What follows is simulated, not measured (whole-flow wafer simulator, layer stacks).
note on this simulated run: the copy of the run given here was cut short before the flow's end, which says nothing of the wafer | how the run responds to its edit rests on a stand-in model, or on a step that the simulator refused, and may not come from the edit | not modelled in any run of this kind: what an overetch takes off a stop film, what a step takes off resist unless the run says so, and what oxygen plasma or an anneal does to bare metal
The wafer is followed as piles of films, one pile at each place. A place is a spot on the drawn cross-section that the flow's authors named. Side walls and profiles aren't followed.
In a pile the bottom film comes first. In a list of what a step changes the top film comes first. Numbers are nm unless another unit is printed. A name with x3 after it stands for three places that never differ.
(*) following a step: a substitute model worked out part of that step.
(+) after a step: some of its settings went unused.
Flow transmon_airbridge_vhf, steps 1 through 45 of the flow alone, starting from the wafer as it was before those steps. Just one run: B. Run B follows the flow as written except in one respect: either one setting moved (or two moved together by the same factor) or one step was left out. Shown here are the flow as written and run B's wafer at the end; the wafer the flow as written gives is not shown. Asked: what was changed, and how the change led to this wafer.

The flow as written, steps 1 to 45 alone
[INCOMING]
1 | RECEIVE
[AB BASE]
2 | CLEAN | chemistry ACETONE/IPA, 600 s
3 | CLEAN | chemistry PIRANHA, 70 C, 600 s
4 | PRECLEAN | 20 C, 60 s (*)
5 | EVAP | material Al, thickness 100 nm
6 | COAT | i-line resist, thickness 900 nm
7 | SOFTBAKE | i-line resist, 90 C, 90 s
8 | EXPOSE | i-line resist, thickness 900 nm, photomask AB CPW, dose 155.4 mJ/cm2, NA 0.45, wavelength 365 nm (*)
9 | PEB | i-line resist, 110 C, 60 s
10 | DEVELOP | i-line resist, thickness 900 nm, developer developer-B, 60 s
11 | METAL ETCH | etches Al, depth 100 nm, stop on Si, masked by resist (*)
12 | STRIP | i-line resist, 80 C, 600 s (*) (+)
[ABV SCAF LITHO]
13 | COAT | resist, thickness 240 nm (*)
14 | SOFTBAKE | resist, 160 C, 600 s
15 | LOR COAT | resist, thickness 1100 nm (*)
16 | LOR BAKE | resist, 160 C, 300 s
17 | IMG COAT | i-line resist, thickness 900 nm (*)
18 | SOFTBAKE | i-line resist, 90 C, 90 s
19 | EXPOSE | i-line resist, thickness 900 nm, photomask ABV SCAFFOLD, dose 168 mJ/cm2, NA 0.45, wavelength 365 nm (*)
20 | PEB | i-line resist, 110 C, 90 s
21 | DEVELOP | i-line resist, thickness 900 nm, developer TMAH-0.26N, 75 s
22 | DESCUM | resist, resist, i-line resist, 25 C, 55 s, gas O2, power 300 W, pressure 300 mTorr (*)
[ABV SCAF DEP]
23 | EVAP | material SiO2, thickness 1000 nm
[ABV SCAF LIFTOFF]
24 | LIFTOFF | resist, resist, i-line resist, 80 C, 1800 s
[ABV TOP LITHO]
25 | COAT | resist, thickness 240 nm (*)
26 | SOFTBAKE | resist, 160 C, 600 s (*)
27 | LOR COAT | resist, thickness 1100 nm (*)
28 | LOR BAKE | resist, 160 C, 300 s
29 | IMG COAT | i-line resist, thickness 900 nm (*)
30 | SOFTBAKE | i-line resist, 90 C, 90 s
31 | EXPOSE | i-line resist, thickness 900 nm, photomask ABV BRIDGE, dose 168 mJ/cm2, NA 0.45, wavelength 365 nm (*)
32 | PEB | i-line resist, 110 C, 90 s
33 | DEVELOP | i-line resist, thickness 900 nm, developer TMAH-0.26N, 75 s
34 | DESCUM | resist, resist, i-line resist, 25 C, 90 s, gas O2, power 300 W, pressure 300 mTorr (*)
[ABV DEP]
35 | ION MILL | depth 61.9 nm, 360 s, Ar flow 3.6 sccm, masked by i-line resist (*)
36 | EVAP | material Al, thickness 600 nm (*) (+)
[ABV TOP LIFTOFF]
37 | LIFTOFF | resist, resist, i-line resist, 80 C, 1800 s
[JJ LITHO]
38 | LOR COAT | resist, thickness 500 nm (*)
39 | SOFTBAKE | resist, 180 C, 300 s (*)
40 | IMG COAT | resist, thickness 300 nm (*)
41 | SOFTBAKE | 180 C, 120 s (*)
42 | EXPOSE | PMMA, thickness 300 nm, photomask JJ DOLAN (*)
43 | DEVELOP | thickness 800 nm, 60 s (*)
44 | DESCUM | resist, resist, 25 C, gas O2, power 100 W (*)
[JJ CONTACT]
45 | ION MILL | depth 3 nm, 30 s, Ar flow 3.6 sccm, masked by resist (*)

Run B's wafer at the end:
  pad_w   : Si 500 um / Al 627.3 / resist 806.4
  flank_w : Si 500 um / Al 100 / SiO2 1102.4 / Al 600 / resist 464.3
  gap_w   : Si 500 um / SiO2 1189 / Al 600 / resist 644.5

Cause: step 23, EVAP: thickness 1225 nm was run, though the flow has thickness 1000 nm.

Step by step, how the change led to this:
  23 | EVAP | material SiO2, thickness 1000 nm
      field x3, jj_line, ground_far and 10 more: SiO2 gains 1225 (new film) (in the flow as written it would be: SiO2 gains 1000 (new film))
      flank_w, flank_e: SiO2 gains 1138.4 (new film) (in the flow as written it would be: SiO2 gains 929.3 (new film))
  24 | LIFTOFF | resist, resist, i-line resist, 80 C, 1800 s
      field x3, jj_line, trace_open_s x2: SiO2 loses 1225 (all of it), i-line resist loses 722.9 (all of it), resist loses 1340 (all of it) (in the flow as written it would be: SiO2 loses 1000 (all of it), i-line resist loses 722.9 (all of it), resist loses 1340 (all of it))
      pad_w, pad_e: SiO2 loses 1225 (all of it), i-line resist loses 718 (all of it), resist loses 1330.2 (all of it) (in the flow as written it would be: SiO2 loses 1000 (all of it), i-line resist loses 718 (all of it), resist loses 1330.2 (all of it))
      (also at 1 further place)
  25 | COAT | resist, thickness 240 nm (*)
      flank_w, flank_e: resist gains 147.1 (new film) (in the flow as written it would be: resist gains 152.6 (new film))
      gap_w, gap_e: resist gains 201 (new film) (in the flow as written it would be: resist gains 210.7 (new film))
      (also at 6 further places)
  27 | LOR COAT | resist, thickness 1100 nm (*)
      gap_w, gap_e: resist gains 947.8 (in the flow as written it would be: resist gains 977.8)
      margin_s, margin_n: resist gains 773.1 (in the flow as written it would be: resist gains 823.4)
      (also at 6 further places)
  29 | IMG COAT | i-line resist, thickness 900 nm (*)
      margin_s, margin_n: i-line resist gains 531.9 (new film) (in the flow as written it would be: i-line resist gains 603.2 (new film))
      ground_far: i-line resist gains 1053.8 (new film) (in the flow as written it would be: i-line resist gains 1024.5 (new film))
      (also at 6 further places)
  32 | PEB | i-line resist, 110 C, 90 s
      flank_w, flank_e: i-line resist loses 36 (in the flow as written it would be: i-line resist loses 38.3)
      gap_w, gap_e: i-line resist loses 32.1 (in the flow as written it would be: i-line resist loses 34.7)
      (also at 6 further places)
  33 | DEVELOP | i-line resist, thickness 900 nm, developer TMAH-0.26N, 75 s
      gap_w, gap_e: i-line resist loses 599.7 (all of it), resist loses 947.8 (in the flow as written it would be: i-line resist loses 646.9 (all of it), resist loses 977.8)
      pad_w: i-line resist loses 955.6 (all of it), resist loses 1283.3 (in the flow as written it would be: i-line resist loses 937.2 (all of it), resist loses 1247.8)
      (also at 5 further places)
  34 | DESCUM | resist, resist, i-line resist, 25 C, 90 s, gas O2, power 300 W, pressure 300 mTorr (*)
      flank_w, flank_e: resist loses 147.1 (all of it) (in the flow as written it would be: resist loses 152.6 (all of it))
      gap_w, gap_e: resist loses 201 (all of it) (in the flow as written it would be: resist loses 210.7 (all of it))
      (also at 4 further places)
  37 | LIFTOFF | resist, resist, i-line resist, 80 C, 1800 s
      margin_s, margin_n: Al loses 600 (all of it), i-line resist loses 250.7 (all of it), resist loses 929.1 (all of it) (in the flow as written it would be: Al loses 600 (all of it), i-line resist loses 318.3 (all of it), resist loses 992 (all of it))
      ground_far: Al loses 600 (all of it), i-line resist loses 745.6 (all of it), resist loses 1390.8 (all of it) (in the flow as written it would be: Al loses 600 (all of it), i-line resist loses 717.9 (all of it), resist loses 1384.9 (all of it))
  38 | LOR COAT | resist, thickness 500 nm (*)
      pad_w, pad_e: resist gains 530.6 (new film) (in the flow as written it would be: resist gains 517 (new film))
      flank_w, flank_e: resist gains 290.9 (new film) (in the flow as written it would be: resist gains 306.5 (new film))
      (also at 6 further places)
  40 | IMG COAT | resist, thickness 300 nm (*)
      pad_w, pad_e: resist gains 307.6 (in the flow as written it would be: resist gains 300.1)
      flank_w, flank_e: resist gains 205.2 (in the flow as written it would be: resist gains 212.1)
      (also at 6 further places)
